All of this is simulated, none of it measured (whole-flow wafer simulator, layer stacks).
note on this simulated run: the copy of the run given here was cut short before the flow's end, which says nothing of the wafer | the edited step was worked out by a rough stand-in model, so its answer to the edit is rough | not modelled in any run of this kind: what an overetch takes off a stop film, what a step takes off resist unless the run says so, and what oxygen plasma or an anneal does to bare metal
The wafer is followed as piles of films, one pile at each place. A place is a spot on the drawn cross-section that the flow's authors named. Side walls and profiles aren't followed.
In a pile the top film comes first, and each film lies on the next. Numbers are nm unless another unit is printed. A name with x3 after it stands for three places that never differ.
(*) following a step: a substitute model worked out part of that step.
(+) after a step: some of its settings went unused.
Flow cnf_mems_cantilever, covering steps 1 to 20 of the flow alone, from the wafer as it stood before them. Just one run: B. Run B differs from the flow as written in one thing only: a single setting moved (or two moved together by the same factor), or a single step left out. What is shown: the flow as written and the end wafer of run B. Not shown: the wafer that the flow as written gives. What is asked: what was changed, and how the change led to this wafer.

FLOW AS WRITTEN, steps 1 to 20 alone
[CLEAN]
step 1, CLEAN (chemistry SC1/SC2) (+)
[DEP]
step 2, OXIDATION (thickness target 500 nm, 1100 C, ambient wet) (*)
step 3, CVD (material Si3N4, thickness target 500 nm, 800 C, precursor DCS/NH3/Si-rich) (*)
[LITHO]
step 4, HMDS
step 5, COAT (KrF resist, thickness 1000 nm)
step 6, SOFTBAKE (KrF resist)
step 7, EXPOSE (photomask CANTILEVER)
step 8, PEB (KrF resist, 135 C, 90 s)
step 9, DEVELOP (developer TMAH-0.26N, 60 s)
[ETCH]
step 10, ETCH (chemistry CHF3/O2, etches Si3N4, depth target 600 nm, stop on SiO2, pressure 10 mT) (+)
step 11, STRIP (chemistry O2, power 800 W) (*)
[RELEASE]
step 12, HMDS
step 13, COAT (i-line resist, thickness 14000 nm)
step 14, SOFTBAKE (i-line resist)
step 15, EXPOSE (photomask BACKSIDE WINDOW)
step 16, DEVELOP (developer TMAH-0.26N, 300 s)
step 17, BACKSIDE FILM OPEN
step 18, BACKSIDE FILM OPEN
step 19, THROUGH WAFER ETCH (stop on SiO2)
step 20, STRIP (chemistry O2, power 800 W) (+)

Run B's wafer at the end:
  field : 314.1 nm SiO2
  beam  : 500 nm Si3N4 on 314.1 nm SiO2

What caused this: step 2, OXIDATION: 1018 C was run, while the flow as written has 1100 C.

Step by step, how the change led to this:
  step 2, OXIDATION (thickness target 500 nm, 1100 C, ambient wet) (*)
      field, beam: +314.1 SiO2 (new film), -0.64 chemical SiO2 (all of it), -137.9 Si (it would be, as written: +500 SiO2 (new film), -0.64 chemical SiO2 (all of it), -219.7 Si)
  step 19, THROUGH WAFER ETCH (stop on SiO2)
      field: under 1 film: -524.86 um Si (all of it) (it would be, as written: under 1 film: -524.78 um Si (all of it))
      beam: under 2 films: -524.86 um Si (all of it) (it would be, as written: under 2 films: -524.78 um Si (all of it))
